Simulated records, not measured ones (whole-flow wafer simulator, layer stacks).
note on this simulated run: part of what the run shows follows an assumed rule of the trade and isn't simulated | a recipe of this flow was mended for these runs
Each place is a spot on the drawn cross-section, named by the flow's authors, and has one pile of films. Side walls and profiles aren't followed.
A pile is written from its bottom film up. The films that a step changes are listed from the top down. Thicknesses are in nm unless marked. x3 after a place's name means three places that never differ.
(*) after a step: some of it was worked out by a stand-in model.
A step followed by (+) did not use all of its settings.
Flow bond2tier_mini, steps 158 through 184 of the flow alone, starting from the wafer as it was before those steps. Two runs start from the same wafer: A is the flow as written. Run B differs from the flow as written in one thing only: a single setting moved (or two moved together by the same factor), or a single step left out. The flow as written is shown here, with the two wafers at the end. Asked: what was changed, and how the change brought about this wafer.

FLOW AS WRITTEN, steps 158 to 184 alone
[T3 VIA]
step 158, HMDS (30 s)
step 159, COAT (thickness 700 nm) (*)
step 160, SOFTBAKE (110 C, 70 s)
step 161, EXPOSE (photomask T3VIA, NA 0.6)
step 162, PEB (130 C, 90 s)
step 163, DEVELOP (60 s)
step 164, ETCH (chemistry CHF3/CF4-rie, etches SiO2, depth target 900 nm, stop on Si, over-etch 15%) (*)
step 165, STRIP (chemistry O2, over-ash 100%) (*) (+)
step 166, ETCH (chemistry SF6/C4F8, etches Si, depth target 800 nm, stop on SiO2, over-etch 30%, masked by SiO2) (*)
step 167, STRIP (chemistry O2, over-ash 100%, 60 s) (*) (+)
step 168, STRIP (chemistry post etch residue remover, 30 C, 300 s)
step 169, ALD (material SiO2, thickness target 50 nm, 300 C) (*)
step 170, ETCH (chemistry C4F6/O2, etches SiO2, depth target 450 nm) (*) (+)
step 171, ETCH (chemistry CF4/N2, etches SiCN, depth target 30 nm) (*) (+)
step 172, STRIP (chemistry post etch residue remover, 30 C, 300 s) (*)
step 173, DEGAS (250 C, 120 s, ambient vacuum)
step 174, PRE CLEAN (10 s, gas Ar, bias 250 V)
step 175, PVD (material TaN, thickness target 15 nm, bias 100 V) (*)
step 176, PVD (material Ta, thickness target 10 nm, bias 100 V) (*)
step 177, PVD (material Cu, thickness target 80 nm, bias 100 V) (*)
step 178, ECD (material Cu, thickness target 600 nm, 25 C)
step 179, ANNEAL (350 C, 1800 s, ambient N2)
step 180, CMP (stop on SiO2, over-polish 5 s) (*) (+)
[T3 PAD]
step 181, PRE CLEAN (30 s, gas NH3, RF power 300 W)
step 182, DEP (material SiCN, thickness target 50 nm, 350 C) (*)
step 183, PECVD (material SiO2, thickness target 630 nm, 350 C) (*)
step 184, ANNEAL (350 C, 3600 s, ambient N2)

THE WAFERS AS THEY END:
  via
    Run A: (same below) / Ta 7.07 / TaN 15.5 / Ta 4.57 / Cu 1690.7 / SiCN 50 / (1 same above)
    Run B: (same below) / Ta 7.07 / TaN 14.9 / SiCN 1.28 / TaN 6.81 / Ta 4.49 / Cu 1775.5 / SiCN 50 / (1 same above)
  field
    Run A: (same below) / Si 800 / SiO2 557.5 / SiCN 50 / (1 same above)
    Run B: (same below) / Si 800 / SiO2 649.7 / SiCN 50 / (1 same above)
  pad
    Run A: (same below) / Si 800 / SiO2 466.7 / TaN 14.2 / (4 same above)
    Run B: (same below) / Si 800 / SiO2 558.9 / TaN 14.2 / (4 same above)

The reason: step 170, ETCH: depth target 357.8 nm was run, though the flow has depth target 450 nm.

The path from the change to this, step by step:
  step 170, ETCH (chemistry C4F6/O2, etches SiO2, depth target 450 nm) (*) (+)
      field, pad: A -450 SiO2 | B -357.8 SiO2
      via: A -348.1 SiO2 (all of it), -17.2 SiCN | B -348.1 SiO2 (all of it), -1.63 SiCN
  step 171, ETCH (chemistry CF4/N2, etches SiCN, depth target 30 nm) (*) (+)
      via: A -17.6 SiCN (all of it), -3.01 TaN | B -30 SiCN
  step 174, PRE CLEAN (10 s, gas Ar, bias 250 V)
      via: A -3.19 TaN | B -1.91 SiCN
  step 175, PVD (material TaN, thickness target 15 nm, bias 100 V) (*)
      via: A +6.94 TaN | B +6.81 TaN (new film)
  step 177, PVD (material Cu, thickness target 80 nm, bias 100 V) (*)
      via: A +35 Cu (new film) | B +34.3 Cu (new film)
  step 178, ECD (material Cu, thickness target 600 nm, 25 C)
      via: A +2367 Cu | B +2452.5 Cu
If metal films that touch count as one body, via has 2 bodies (between them, from the top down: SiCN 1.28); the flow as written gives 1 body.
